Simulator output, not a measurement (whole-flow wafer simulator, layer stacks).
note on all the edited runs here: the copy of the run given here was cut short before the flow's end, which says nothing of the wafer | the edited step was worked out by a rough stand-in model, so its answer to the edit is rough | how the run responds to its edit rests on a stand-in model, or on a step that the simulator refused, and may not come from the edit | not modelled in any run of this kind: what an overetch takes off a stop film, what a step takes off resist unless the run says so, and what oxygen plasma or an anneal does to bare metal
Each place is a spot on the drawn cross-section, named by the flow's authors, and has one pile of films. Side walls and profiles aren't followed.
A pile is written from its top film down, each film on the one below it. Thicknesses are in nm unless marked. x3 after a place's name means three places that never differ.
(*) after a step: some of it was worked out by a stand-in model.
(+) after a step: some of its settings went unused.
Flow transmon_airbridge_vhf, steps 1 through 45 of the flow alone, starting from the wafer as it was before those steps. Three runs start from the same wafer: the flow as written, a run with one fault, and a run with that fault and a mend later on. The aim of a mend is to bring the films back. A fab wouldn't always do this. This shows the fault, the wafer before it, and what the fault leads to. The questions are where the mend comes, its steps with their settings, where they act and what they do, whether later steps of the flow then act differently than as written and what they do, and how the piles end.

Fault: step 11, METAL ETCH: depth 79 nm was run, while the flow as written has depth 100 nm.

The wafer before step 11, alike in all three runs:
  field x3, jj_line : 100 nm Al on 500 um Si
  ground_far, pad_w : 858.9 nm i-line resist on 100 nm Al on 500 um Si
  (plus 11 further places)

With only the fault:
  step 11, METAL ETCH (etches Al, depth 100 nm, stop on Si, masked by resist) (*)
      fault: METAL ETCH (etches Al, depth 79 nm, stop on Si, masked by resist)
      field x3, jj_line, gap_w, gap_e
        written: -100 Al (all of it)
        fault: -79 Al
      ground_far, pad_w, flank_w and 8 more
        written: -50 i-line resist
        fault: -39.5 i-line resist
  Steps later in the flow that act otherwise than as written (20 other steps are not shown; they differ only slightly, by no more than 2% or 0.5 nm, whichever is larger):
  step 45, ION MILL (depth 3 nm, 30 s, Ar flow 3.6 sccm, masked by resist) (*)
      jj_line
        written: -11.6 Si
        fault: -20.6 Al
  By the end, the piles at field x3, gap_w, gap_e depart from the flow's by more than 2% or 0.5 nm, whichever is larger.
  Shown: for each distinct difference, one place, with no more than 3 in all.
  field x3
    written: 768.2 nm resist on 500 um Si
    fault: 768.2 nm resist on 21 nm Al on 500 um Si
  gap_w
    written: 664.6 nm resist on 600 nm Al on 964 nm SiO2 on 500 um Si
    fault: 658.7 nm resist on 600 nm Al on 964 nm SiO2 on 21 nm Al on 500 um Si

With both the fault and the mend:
  The mend stands after step 12.
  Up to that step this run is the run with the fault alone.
  step 12a, COAT (i-line resist, thickness 900 nm) (*) (the flow's step 6 again)
      field x3, jj_line, trace_open_s x2, margin_s, bridge_strip, margin_n
        +900 i-line resist (new film)
      pad_w, pad_e
        +890.3 i-line resist (new film)
      flank_w, flank_e
        +881.5 i-line resist (new film)
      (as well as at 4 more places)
  step 12b, SOFTBAKE (i-line resist, 90 C, 90 s) (the flow's step 7 again)
      flank_w, flank_e
        -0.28 i-line resist
      gap_w, gap_e
        +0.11 i-line resist
      cpw_trace
        -0.06 i-line resist
  step 12c, EXPOSE (i-line resist, thickness 900 nm, photomask AB CPW, dose 155.4 mJ/cm2, NA 0.45, wavelength 365 nm) (*) (the flow's step 8 again)
      alters no film at any place that is followed
  step 12d, PEB (i-line resist, 110 C, 60 s) (the flow's step 9 again)
      field x3, jj_line, trace_open_s x2, margin_s, bridge_strip, margin_n
        -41 i-line resist
      pad_w, pad_e
        -40.6 i-line resist
      flank_w, flank_e
        -40.2 i-line resist
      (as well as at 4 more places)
  step 12e, DEVELOP (i-line resist, thickness 900 nm, developer developer-B, 60 s) (the flow's step 10 again)
      cpw_trace, trace_open_s x2, margin_s, bridge_strip, margin_n
        -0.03 i-line resist
      field x3, jj_line
        -859 i-line resist (all of it)
      gap_w, gap_e
        -900.2 i-line resist (all of it)
  step 12f, METAL ETCH (etches Al, depth 21 nm, stop on Si, masked by resist) (*) (the flow's step 11 again, with other settings)
      ground_far, pad_w, flank_w and 8 more
        -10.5 i-line resist
      field x3, jj_line, gap_w, gap_e
        -21 Al (all of it)
  step 12g, STRIP (i-line resist, 80 C, 600 s) (*) (+) (the flow's step 12 again)
      trace_open_s x2, margin_s, bridge_strip, margin_n
        -848.4 i-line resist (all of it)
      pad_w, pad_e
        -839.2 i-line resist (all of it)
      flank_w, flank_e
        -830.5 i-line resist (all of it)
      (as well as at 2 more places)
  None of the later steps of the flow acts differently than as written at any place that is followed.
  At every place that both follow, the piles at the end match the flow's.
